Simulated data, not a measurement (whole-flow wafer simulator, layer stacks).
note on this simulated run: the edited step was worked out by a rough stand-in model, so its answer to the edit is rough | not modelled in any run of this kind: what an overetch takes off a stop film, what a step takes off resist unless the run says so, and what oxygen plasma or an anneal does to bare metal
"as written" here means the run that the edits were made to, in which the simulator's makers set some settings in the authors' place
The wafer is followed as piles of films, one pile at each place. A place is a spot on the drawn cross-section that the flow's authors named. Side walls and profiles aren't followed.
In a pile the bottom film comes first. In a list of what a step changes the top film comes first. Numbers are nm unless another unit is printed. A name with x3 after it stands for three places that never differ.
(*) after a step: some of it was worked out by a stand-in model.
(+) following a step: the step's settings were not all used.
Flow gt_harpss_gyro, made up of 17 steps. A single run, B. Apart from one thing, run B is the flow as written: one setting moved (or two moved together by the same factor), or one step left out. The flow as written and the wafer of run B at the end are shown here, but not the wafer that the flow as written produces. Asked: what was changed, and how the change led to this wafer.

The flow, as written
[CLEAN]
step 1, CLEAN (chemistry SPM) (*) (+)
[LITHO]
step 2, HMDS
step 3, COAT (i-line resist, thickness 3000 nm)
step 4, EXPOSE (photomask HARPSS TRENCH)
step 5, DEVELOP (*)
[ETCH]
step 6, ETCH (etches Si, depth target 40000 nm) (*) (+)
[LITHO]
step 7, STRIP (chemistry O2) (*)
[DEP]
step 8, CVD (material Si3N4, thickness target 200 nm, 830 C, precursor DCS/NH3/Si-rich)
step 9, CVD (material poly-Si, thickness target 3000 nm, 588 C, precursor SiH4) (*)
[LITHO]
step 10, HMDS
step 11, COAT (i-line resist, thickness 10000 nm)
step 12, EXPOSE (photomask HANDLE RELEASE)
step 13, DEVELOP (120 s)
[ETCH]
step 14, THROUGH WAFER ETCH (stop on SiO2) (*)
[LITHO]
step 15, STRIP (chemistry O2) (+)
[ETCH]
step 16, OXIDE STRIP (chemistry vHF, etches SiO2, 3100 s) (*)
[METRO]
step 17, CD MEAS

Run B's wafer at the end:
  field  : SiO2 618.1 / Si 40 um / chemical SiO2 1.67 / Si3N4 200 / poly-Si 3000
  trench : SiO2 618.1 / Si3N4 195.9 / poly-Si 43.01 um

The reason: step 16, OXIDE STRIP: 1782 s was run, while the flow as written has 3100 s.

How this came from the change, step by step:
  step 16, OXIDE STRIP (chemistry vHF, etches SiO2, 3100 s) (*)
      field: under 4 films: -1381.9 SiO2 (it would be, as written: under 4 films: -2000 SiO2 (all of it))
      trench: under 2 films: -1381.9 SiO2 (it would be, as written: under 2 films: -2000 SiO2 (all of it))
